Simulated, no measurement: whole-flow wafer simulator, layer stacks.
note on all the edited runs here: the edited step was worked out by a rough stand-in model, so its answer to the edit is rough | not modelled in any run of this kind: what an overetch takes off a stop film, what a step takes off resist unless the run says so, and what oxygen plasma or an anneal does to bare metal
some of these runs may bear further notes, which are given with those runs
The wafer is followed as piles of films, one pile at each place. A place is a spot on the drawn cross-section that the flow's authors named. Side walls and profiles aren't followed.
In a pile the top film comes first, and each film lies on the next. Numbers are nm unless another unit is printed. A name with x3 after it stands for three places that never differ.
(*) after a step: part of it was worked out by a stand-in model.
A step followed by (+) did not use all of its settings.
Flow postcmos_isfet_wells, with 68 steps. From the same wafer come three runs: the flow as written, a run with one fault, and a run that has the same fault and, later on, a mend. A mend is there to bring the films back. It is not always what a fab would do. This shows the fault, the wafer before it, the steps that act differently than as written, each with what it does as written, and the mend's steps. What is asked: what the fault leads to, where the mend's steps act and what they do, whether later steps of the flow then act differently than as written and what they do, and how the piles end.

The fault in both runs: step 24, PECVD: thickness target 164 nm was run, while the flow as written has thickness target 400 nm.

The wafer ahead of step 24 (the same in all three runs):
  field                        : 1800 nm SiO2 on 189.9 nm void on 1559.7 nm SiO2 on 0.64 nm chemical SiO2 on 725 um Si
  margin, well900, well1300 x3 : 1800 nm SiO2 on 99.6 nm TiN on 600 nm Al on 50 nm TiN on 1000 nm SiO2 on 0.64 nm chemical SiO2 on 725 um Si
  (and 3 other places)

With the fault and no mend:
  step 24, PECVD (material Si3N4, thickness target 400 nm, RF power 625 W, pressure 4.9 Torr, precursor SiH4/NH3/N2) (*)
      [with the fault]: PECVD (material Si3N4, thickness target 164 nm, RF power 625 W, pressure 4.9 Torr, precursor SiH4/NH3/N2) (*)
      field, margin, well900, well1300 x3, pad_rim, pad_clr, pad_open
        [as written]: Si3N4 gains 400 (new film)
        [with the fault]: Si3N4 gains 164 (new film)
  Steps further on in the flow that do not act as written (1 more step, not shown, differs only slightly: by at most 2% or 0.5 nm, whichever is larger):
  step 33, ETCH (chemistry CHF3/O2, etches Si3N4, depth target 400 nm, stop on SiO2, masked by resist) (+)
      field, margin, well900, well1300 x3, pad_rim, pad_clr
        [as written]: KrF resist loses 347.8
        [with the fault]: KrF resist loses 213.9
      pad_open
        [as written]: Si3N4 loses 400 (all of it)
        [with the fault]: Si3N4 loses 164 (all of it)
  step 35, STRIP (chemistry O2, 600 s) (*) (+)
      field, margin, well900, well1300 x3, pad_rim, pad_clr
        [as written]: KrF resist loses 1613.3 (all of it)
        [with the fault]: KrF resist loses 1747.2 (all of it)
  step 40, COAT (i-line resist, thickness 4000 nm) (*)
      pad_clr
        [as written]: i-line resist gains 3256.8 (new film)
        [with the fault]: i-line resist gains 3330.7 (new film)
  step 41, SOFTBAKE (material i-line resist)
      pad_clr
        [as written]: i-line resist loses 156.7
        [with the fault]: i-line resist loses 133.3
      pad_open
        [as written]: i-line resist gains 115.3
        [with the fault]: i-line resist gains 104.8
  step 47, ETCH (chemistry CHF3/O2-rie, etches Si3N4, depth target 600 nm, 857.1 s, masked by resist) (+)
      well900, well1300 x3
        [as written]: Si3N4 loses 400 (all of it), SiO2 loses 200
        [with the fault]: Si3N4 loses 164 (all of it), SiO2 loses 436
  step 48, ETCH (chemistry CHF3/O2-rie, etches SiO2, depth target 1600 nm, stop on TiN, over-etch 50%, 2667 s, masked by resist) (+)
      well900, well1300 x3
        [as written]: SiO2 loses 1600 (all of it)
        [with the fault]: SiO2 loses 1364 (all of it)
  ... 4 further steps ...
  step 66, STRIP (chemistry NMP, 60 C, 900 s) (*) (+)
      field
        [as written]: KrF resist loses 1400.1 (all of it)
        [with the fault]: KrF resist loses 1512.1 (all of it)
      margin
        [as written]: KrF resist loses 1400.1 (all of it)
        [with the fault]: KrF resist loses 1512 (all of it)
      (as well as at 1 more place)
  By the end, the piles at field, margin, pad_rim, pad_clr depart from the flow's by more than 2% or 0.5 nm, whichever is larger.
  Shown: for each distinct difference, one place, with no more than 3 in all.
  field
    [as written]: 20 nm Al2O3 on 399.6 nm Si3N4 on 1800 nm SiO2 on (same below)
    [with the fault]: 20 nm Al2O3 on 163.6 nm Si3N4 on 1800 nm SiO2 on (same below)
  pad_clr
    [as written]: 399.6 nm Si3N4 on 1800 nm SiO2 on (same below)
    [with the fault]: 163.6 nm Si3N4 on 1800 nm SiO2 on (same below)

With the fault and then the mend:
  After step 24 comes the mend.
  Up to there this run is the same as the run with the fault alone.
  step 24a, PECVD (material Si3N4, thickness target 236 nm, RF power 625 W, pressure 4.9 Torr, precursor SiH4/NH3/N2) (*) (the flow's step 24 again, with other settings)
      field, margin, well900, well1300 x3, pad_rim, pad_clr, pad_open
        Si3N4 gains 236
  None of the later steps of the flow acts differently than as written at any place that is followed.
  By the end, the piles equal the flow's at every place that both follow.
